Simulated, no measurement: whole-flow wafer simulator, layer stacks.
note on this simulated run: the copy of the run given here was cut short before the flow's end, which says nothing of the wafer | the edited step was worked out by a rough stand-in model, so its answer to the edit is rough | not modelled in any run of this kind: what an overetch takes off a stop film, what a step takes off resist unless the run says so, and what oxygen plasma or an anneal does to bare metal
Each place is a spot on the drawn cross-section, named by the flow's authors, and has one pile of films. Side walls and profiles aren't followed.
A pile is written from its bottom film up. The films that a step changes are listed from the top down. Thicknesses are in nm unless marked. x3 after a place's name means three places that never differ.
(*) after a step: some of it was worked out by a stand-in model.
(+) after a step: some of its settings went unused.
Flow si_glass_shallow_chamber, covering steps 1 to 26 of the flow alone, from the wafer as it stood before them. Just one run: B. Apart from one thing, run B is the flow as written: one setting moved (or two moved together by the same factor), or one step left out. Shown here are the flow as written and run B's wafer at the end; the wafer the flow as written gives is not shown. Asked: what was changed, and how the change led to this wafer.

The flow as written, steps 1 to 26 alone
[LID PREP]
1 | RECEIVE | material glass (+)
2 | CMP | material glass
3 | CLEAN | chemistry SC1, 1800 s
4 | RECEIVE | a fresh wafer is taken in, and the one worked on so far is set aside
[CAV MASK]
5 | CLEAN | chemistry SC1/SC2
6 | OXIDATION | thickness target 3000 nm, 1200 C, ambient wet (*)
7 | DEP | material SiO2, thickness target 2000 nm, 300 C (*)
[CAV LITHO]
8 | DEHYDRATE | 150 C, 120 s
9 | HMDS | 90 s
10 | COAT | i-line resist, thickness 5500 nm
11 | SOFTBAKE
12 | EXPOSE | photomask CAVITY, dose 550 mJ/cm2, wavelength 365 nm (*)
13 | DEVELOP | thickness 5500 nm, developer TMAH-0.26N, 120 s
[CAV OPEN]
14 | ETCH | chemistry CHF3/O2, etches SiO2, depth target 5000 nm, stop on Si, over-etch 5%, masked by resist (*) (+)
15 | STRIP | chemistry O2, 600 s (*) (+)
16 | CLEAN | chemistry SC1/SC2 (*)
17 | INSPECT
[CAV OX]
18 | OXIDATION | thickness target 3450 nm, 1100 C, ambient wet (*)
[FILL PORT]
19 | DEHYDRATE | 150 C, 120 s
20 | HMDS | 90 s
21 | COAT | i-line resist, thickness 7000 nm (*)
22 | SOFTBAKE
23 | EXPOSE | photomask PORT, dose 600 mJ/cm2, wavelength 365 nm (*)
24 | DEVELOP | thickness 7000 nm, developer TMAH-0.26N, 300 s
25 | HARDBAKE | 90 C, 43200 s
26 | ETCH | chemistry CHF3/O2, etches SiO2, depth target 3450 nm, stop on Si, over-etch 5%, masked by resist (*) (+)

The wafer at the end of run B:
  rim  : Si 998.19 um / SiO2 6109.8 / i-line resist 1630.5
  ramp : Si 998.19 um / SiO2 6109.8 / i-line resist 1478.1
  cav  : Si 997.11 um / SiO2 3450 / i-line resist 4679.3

What caused this: step 26, ETCH: over-etch 7.62% was run, whereas the flow has over-etch 5%.

How this came from the change, step by step:
  26 | ETCH | chemistry CHF3/O2, etches SiO2, depth target 3450 nm, stop on Si, over-etch 5%, masked by resist (*) (+)
      rim, ramp, cav, ring: i-line resist loses 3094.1 (as written it would have been: i-line resist loses 3018.8)
      port: SiO2 loses 3450 (all of it), Si loses 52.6 (as written it would have been: SiO2 loses 3450 (all of it), Si loses 34.5)
      (as well as at 1 more place)
